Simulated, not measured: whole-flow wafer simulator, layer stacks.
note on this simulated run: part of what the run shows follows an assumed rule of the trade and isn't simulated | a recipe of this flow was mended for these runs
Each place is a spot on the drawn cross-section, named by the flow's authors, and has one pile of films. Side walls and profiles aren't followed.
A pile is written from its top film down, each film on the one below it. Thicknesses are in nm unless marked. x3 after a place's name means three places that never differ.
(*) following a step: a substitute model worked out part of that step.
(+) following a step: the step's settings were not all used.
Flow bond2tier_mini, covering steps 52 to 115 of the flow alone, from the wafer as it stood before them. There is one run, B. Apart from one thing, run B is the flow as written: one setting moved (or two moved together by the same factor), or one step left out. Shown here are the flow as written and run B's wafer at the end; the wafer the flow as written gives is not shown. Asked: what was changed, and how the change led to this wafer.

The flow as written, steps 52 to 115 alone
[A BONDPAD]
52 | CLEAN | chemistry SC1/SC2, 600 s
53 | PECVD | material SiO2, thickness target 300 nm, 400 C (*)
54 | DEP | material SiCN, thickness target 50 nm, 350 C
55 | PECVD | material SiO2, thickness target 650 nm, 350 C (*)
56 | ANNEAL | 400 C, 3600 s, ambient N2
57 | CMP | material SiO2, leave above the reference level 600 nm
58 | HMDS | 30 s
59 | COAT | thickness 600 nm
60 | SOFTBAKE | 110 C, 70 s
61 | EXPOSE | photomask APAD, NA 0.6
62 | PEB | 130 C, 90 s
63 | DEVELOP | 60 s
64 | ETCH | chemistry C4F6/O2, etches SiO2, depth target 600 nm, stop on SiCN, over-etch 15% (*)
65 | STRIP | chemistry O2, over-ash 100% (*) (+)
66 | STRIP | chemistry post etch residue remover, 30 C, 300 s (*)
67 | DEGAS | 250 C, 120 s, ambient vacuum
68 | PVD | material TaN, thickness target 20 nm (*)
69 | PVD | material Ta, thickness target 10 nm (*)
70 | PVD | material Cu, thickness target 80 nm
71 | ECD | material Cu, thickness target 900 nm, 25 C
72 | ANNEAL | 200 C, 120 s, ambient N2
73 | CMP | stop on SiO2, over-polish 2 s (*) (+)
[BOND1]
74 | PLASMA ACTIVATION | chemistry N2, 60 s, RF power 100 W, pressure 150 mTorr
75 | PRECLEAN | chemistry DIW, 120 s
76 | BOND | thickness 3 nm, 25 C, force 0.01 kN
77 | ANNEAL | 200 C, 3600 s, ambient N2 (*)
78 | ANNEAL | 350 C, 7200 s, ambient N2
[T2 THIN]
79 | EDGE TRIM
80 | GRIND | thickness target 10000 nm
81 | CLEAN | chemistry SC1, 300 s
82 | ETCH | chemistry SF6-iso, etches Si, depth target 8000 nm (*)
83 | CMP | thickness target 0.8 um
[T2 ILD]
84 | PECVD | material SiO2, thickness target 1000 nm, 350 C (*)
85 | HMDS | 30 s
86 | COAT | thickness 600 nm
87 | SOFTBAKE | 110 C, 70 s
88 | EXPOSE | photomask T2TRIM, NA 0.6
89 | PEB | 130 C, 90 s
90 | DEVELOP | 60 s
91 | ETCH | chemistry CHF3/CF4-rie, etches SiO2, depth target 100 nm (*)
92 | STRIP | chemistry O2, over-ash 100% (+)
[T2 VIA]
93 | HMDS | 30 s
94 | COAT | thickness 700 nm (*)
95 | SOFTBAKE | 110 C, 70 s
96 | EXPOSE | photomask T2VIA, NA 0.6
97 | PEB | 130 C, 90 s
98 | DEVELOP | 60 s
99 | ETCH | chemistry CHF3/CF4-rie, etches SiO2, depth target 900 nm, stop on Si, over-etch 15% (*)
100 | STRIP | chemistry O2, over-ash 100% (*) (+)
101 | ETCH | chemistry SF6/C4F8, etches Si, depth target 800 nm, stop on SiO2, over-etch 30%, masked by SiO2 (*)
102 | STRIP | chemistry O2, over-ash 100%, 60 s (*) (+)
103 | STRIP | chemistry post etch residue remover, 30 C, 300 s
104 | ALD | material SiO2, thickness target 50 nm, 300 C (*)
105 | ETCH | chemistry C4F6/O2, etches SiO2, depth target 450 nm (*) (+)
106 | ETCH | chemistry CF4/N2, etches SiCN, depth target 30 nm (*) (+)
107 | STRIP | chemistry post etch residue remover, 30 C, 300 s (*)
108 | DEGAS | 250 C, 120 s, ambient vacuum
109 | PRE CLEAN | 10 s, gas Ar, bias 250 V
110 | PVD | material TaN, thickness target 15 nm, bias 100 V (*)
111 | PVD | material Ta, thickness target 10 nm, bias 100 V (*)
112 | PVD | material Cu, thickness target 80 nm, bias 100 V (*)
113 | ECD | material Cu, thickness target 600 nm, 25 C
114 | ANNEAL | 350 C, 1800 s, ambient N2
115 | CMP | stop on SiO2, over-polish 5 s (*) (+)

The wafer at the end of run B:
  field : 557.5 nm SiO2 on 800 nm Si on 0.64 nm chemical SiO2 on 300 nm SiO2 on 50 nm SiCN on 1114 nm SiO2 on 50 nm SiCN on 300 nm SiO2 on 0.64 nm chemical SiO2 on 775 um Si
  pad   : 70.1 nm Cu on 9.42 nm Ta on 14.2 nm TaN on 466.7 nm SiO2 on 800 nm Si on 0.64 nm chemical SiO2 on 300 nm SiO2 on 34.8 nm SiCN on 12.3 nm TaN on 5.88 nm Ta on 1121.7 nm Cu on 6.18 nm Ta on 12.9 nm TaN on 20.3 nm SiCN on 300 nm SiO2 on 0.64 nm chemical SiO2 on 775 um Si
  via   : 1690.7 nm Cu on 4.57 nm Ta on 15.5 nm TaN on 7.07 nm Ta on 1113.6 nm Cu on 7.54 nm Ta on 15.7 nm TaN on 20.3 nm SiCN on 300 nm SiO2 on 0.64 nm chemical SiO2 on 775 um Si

The reason: step 57, CMP: leave above the reference level 514 nm was run, while the flow as written has leave above the reference level 600 nm; step 59, COAT: thickness 514 nm was run, where the flow has thickness 600 nm.

How this came from the change, step by step:
  57 | CMP | material SiO2, leave above the reference level 600 nm
      field, pad, via: SiO2 loses 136 (it would be, as written: SiO2 loses 50)
  59 | COAT | thickness 600 nm
      field, pad, via: thick-KrF-resist gains 514 (new film) (it would be, as written: thick-KrF-resist gains 600 (new film))
  62 | PEB | 130 C, 90 s
      field, pad, via: thick-KrF-resist loses 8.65 (it would be, as written: thick-KrF-resist loses 10.3)
  63 | DEVELOP | 60 s
      pad, via: thick-KrF-resist loses 505.3 (all of it) (it would be, as written: thick-KrF-resist loses 589.7 (all of it))
  64 | ETCH | chemistry C4F6/O2, etches SiO2, depth target 600 nm, stop on SiCN, over-etch 15% (*)
      pad, via: SiO2 loses 514 (all of it), SiCN loses 29.7 (it would be, as written: SiO2 loses 600 (all of it), SiCN loses 15.2)
      field: thick-KrF-resist loses 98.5 (it would be, as written: thick-KrF-resist loses 115)
  65 | STRIP | chemistry O2, over-ash 100% (*) (+)
      field: thick-KrF-resist loses 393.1 (all of it) (it would be, as written: thick-KrF-resist loses 460.9 (all of it))
  68 | PVD | material TaN, thickness target 20 nm (*)
      pad: TaN gains 12.9 (new film) (it would be, as written: TaN gains 12.3 (new film))
      via: TaN gains 15.7 (new film) (it would be, as written: TaN gains 14.9 (new film))
  70 | PVD | material Cu, thickness target 80 nm
      pad: Cu gains 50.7 (new film) (it would be, as written: Cu gains 48.4 (new film))
      via: Cu gains 62.5 (new film) (it would be, as written: Cu gains 59 (new film))
  71 | ECD | material Cu, thickness target 900 nm, 25 C
      pad: Cu gains 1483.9 (it would be, as written: Cu gains 1558.7)
      via: Cu gains 1467.9 (it would be, as written: Cu gains 1544.3)
